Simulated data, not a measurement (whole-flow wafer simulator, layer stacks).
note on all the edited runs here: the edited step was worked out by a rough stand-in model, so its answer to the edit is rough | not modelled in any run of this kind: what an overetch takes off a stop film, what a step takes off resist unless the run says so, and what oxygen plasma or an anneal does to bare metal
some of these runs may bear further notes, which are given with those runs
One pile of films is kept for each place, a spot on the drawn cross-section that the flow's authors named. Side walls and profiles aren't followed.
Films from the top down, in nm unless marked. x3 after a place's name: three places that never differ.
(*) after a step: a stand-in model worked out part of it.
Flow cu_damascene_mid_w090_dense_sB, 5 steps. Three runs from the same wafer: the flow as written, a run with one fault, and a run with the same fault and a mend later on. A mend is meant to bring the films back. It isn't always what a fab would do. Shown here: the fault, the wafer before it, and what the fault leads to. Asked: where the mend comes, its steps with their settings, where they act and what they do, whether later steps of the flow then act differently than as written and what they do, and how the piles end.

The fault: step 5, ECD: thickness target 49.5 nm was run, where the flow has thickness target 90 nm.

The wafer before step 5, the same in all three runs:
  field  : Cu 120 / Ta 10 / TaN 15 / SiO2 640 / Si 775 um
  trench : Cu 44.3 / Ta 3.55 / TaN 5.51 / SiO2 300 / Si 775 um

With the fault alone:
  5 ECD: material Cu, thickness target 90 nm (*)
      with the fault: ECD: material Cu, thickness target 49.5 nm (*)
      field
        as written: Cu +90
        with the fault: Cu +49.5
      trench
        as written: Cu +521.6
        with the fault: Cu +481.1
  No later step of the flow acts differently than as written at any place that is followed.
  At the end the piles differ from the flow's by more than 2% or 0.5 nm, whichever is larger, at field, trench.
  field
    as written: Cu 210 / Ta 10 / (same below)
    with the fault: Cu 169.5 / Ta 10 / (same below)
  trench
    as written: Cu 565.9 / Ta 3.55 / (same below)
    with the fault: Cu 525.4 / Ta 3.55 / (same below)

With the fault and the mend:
  The mend comes after step 5.
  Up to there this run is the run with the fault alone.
  5a ECD: material Cu, thickness target 40.5 nm (the flow's step 5 once more, with other settings)
      field, trench
        Cu +40.5
  No later step of the flow acts differently than as written at any place that is followed.
  At the end the piles are the same as the flow's at every place that both follow.
